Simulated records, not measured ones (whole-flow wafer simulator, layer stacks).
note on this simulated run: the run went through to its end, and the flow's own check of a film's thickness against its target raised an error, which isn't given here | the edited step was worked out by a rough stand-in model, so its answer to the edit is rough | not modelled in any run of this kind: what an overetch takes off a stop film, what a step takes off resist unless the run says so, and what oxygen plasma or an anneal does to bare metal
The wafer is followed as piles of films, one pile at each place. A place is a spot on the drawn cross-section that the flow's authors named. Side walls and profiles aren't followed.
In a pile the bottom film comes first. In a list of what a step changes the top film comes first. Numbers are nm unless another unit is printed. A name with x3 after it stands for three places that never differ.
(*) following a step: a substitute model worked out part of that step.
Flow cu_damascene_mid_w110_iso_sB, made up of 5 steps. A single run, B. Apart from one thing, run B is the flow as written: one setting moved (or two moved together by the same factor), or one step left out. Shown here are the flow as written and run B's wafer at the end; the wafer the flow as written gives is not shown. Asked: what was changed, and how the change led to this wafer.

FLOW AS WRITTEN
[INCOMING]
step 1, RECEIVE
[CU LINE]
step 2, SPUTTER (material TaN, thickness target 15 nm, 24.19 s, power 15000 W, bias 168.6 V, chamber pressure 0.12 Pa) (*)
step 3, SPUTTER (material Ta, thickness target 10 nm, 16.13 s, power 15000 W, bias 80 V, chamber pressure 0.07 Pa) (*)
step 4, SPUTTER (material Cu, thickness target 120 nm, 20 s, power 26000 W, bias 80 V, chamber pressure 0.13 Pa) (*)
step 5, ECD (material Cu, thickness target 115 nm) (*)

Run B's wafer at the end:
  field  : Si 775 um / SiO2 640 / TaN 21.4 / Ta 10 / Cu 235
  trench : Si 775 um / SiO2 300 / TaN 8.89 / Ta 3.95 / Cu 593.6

What caused this: step 2, SPUTTER: thickness target 21.4 nm was run, while the flow as written has thickness target 15 nm; step 2, SPUTTER: 34.47 s was run, where the flow has 24.19 s.
One can read it off the wafer: field has TaN 21.4, and step 2 as written asks for 15 nm.

Step by step, how the change led to this:
  step 2, SPUTTER (material TaN, thickness target 15 nm, 24.19 s, power 15000 W, bias 168.6 V, chamber pressure 0.12 Pa) (*)
      field: +21.4 TaN (new film) (it would be, as written: +15 TaN (new film))
      trench: +8.89 TaN (new film) (it would be, as written: +6.23 TaN (new film))
